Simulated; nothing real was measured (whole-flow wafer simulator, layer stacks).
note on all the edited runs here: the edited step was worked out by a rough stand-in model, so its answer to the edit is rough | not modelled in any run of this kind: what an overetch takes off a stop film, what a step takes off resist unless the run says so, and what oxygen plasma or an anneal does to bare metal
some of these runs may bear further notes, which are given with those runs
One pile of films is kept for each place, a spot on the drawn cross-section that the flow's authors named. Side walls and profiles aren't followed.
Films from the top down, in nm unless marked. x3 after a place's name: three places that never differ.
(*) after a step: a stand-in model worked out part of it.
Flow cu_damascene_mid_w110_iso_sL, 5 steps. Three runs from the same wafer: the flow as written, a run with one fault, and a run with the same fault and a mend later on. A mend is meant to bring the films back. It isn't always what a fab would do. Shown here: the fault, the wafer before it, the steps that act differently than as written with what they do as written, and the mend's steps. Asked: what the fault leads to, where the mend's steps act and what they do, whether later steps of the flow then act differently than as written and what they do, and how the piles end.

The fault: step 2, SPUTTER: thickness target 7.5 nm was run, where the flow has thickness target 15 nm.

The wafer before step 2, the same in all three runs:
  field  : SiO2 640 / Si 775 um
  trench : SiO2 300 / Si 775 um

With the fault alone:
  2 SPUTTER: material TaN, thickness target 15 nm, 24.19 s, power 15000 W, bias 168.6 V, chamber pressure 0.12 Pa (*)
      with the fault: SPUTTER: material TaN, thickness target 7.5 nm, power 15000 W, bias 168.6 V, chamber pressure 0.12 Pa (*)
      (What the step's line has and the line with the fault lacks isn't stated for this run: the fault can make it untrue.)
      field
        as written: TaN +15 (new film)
        with the fault: TaN +7.5 (new film)
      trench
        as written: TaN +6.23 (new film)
        with the fault: TaN +3.12 (new film)
  Later steps of the flow that act differently than as written (2 more steps differ only slightly, by at most 2% or 0.5 nm, whichever is larger, and aren't shown):
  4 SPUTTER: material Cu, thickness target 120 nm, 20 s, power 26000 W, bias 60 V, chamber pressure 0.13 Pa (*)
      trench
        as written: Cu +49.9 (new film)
        with the fault: Cu +51.2 (new film)
  At the end the piles differ from the flow's by more than 2% or 0.5 nm, whichever is larger, at field, trench.
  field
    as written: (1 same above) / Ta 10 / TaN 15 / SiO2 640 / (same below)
    with the fault: (1 same above) / Ta 10 / TaN 7.5 / SiO2 640 / (same below)
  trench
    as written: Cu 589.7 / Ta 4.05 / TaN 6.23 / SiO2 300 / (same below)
    with the fault: Cu 585.2 / Ta 4.14 / TaN 3.12 / SiO2 300 / (same below)

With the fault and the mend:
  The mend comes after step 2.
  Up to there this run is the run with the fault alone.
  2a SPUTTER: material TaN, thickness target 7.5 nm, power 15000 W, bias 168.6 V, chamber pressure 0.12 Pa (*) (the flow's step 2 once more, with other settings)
      field
        TaN +7.5
      trench
        TaN +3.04
  No later step of the flow acts differently than as written, at any place that is followed, by more than 2% or 0.5 nm, whichever is larger.
  At the end the piles differ from the flow's only slightly at the places that both follow, by at most 2% or 0.5 nm, whichever is larger.
